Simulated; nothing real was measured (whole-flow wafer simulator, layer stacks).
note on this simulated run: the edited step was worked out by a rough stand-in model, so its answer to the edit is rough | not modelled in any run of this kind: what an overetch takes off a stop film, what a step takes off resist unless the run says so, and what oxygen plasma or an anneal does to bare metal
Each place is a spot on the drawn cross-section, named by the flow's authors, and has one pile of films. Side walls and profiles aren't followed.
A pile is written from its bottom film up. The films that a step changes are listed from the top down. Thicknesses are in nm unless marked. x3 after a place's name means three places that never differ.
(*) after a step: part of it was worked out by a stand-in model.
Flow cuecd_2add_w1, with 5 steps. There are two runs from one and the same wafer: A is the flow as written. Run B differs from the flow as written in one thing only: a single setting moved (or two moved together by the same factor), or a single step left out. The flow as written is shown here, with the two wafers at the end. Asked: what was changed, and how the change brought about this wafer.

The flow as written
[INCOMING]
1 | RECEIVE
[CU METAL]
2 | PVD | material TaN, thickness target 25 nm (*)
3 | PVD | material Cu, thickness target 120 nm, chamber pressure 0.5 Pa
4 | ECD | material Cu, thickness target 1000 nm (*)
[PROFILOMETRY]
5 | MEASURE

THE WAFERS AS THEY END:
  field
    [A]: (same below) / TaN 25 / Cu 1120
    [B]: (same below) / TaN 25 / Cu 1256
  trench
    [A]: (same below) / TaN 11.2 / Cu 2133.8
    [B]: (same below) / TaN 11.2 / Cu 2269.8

Cause: step 4, ECD: thickness target 1136 nm was run, though the flow has thickness target 1000 nm.

The path from the change to this, step by step:
  4 | ECD | material Cu, thickness target 1000 nm (*)
      field: A Cu gains 1000 | B Cu gains 1136
      trench: A Cu gains 2080.2 | B Cu gains 2216.2
